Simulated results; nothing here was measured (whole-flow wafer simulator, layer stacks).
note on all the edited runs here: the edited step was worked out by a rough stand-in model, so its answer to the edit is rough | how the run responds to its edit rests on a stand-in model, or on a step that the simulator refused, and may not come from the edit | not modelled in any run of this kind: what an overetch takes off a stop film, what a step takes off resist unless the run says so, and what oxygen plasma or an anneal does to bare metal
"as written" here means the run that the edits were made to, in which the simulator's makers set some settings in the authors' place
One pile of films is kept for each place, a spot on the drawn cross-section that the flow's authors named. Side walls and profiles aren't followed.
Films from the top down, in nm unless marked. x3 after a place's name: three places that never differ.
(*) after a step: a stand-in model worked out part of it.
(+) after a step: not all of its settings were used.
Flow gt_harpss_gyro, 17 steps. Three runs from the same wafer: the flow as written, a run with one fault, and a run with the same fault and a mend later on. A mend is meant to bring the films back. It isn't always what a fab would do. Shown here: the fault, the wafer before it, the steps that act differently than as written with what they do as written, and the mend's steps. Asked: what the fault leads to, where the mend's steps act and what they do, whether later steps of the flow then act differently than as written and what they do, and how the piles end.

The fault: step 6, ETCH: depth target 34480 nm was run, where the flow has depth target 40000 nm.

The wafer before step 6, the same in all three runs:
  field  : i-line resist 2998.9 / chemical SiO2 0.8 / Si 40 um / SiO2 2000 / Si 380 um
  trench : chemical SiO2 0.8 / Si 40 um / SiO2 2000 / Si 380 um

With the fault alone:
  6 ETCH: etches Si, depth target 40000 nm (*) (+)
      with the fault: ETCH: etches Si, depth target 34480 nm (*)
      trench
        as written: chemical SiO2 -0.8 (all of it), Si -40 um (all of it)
        with the fault: chemical SiO2 -0.8 (all of it), Si -34.48 um
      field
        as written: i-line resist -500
        with the fault: i-line resist -431
  Later steps of the flow that act differently than as written (3 more steps differ only slightly, by at most 2% or 0.5 nm, whichever is larger, and aren't shown):
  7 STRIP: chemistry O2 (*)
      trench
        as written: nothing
        with the fault: chemical SiO2 +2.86 (new film), Si -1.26
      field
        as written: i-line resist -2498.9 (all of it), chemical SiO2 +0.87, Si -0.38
        with the fault: i-line resist -2567.9 (all of it), chemical SiO2 +0.88, Si -0.39
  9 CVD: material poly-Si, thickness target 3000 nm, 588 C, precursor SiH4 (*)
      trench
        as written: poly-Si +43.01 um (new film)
        with the fault: poly-Si +37.48 um (new film)
  At the end the piles differ from the flow's by more than 2% or 0.5 nm, whichever is larger, at trench.
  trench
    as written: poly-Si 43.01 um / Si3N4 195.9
    with the fault: poly-Si 37.48 um / Si3N4 196.7 / chemical SiO2 2.86 / Si 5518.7

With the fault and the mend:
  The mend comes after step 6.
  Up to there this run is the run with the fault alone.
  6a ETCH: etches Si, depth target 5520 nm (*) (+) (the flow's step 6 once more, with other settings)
      field
        i-line resist -69
      trench
        Si -5519.9 (all of it)
  No later step of the flow acts differently than as written at any place that is followed.
  At the end the piles are the same as the flow's at every place that both follow.
